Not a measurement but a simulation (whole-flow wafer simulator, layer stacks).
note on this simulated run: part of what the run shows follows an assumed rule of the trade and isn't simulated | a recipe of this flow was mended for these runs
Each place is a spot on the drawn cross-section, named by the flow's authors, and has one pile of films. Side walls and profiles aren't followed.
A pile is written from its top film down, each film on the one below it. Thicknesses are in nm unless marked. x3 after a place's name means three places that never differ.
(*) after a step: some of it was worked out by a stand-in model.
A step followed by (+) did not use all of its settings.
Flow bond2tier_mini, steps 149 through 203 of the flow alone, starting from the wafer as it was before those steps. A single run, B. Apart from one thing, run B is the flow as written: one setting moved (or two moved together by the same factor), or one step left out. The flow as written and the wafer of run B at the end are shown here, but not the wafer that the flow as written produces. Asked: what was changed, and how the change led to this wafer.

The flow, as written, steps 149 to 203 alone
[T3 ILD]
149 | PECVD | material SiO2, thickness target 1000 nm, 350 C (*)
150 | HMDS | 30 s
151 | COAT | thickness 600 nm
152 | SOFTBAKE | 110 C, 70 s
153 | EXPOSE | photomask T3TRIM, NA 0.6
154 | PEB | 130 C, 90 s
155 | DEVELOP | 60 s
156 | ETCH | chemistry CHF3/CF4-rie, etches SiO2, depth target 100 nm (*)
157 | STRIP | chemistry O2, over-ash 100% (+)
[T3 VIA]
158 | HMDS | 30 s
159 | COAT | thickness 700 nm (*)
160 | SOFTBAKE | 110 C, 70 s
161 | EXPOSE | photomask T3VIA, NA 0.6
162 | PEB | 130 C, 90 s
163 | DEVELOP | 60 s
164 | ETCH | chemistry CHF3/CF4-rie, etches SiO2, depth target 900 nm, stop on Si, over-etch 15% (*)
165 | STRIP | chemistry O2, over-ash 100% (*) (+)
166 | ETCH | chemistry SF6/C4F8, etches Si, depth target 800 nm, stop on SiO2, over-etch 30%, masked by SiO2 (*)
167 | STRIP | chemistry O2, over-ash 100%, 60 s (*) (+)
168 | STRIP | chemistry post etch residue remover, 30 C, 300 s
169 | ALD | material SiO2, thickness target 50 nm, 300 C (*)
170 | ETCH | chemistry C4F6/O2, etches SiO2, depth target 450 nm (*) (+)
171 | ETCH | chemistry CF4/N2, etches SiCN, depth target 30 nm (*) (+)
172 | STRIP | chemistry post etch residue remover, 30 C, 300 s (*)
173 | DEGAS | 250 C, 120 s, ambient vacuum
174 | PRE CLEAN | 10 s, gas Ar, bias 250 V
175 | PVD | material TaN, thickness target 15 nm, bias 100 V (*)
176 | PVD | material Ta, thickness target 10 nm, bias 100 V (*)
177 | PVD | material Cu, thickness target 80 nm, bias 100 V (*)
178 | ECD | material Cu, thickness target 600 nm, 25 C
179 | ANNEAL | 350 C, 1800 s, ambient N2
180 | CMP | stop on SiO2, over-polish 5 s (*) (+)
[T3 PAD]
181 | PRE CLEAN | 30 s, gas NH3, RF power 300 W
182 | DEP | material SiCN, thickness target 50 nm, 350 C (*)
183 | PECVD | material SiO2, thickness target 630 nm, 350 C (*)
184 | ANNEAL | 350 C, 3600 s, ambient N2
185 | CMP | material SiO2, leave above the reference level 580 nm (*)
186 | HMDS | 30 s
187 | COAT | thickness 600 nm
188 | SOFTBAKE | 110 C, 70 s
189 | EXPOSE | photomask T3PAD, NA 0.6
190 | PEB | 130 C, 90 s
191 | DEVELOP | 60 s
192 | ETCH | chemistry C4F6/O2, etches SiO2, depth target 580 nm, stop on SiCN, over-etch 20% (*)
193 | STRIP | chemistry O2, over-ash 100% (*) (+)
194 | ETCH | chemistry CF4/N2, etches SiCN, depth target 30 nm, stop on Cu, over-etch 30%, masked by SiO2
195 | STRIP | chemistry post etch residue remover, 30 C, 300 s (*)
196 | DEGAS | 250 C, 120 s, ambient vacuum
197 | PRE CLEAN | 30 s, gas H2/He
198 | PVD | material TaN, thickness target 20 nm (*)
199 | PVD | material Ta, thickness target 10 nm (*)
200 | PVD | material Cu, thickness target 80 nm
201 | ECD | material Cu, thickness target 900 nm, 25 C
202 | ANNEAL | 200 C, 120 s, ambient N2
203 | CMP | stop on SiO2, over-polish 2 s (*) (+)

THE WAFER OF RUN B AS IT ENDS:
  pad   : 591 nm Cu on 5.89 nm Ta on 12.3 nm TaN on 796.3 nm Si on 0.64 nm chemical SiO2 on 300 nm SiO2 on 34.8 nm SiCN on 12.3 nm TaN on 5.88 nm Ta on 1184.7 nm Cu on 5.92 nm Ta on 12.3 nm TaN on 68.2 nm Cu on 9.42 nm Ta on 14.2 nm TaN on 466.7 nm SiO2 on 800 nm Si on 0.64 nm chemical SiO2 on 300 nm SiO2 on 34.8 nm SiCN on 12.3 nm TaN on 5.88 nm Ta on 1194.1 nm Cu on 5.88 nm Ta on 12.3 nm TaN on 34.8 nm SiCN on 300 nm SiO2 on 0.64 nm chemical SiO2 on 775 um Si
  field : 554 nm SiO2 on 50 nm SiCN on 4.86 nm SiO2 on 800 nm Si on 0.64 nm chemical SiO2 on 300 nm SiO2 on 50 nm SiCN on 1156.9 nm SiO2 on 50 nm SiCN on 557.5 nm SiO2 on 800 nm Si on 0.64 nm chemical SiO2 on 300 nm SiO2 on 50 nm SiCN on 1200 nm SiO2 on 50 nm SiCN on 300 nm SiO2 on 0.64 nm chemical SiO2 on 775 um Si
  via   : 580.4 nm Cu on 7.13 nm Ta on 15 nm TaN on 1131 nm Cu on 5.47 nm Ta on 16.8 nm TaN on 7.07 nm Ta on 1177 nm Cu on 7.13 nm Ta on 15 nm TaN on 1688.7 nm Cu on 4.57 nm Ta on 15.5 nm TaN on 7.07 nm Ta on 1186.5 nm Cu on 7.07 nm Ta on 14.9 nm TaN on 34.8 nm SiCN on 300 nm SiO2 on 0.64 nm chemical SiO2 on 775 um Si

What caused this: step 149, PECVD: thickness target 437.5 nm was run, though the flow has thickness target 1000 nm.

How this came from the change, step by step:
  149 | PECVD | material SiO2, thickness target 1000 nm, 350 C (*)
      field, pad, via: SiO2 gains 437.5 (new film) (as written it would have been: SiO2 gains 1000 (new film))
  164 | ETCH | chemistry CHF3/CF4-rie, etches SiO2, depth target 900 nm, stop on Si, over-etch 15% (*)
      field, pad: thick-KrF-resist loses 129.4 (as written it would have been: thick-KrF-resist loses 345)
      via: SiO2 loses 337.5 (all of it), Si loses 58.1 (as written it would have been: SiO2 loses 900 (all of it), Si loses 11.2)
  165 | STRIP | chemistry O2, over-ash 100% (*) (+)
      field: thick-KrF-resist loses 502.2 (all of it) (as written it would have been: thick-KrF-resist loses 286.6 (all of it))
      pad: thick-KrF-resist loses 588.6 (all of it) (as written it would have been: thick-KrF-resist loses 372.9 (all of it))
  166 | ETCH | chemistry SF6/C4F8, etches Si, depth target 800 nm, stop on SiO2, over-etch 30%, masked by SiO2 (*)
      field, pad: SiO2 loses 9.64 (as written it would have been: SiO2 loses 10.3)
      via: Si loses 741.9 (all of it), chemical SiO2 loses 0.64 (all of it), SiO2 loses 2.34 (as written it would have been: Si loses 788.8 (all of it), chemical SiO2 loses 0.64 (all of it), SiO2 loses 1.87)
  170 | ETCH | chemistry C4F6/O2, etches SiO2, depth target 450 nm (*) (+)
      pad: SiO2 loses 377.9 (all of it), Si loses 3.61 (as written it would have been: SiO2 loses 450)
  171 | ETCH | chemistry CF4/N2, etches SiCN, depth target 30 nm (*) (+)
      pad: nothing (as written it would have been: SiO2 loses 20)
  174 | PRE CLEAN | 10 s, gas Ar, bias 250 V
      pad: nothing (as written it would have been: SiO2 loses 3)
  175 | PVD | material TaN, thickness target 15 nm, bias 100 V (*)
      pad: TaN gains 15 (new film) (as written it would have been: TaN gains 14.2 (new film))
      via: TaN gains 8.27 (as written it would have been: TaN gains 6.94)
  176 | PVD | material Ta, thickness target 10 nm, bias 100 V (*)
      pad: Ta gains 10 (new film) (as written it would have been: Ta gains 9.42 (new film))
      via: Ta gains 5.47 (new film) (as written it would have been: Ta gains 4.57 (new film))
  177 | PVD | material Cu, thickness target 80 nm, bias 100 V (*)
      pad: Cu gains 80 (new film) (as written it would have been: Cu gains 75.3 (new film))
      via: Cu gains 42.6 (new film) (as written it would have been: Cu gains 35 (new film))
  178 | ECD | material Cu, thickness target 600 nm, 25 C
      pad: Cu gains 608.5 (as written it would have been: Cu gains 706.1)
      via: Cu gains 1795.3 (as written it would have been: Cu gains 2367)
  180 | CMP | stop on SiO2, over-polish 5 s (*) (+)
      field: Cu loses 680 (all of it), Ta loses 10 (all of it), TaN loses 15 (all of it) (as written it would have been: Cu loses 680 (all of it), Ta loses 10 (all of it), TaN loses 15 (all of it), SiO2 loses 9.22)
      pad: Cu loses 688.5 (all of it), Ta loses 10 (all of it), TaN loses 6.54 (as written it would have been: Cu loses 711.3)
  185 | CMP | material SiO2, leave above the reference level 580 nm (*)
      field: SiO2 loses 50 (as written it would have been: SiO2 loses 47.1)
  194 | ETCH | chemistry CF4/N2, etches SiCN, depth target 30 nm, stop on Cu, over-etch 30%, masked by SiO2
      pad: SiCN loses 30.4 (all of it), TaN loses 8.46 (all of it), Si loses 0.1 (as written it would have been: SiCN loses 30.4 (all of it), Cu loses 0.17)
  195 | STRIP | chemistry post etch residue remover, 30 C, 300 s (*)
      pad: nothing (as written it would have been: Cu loses 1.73)
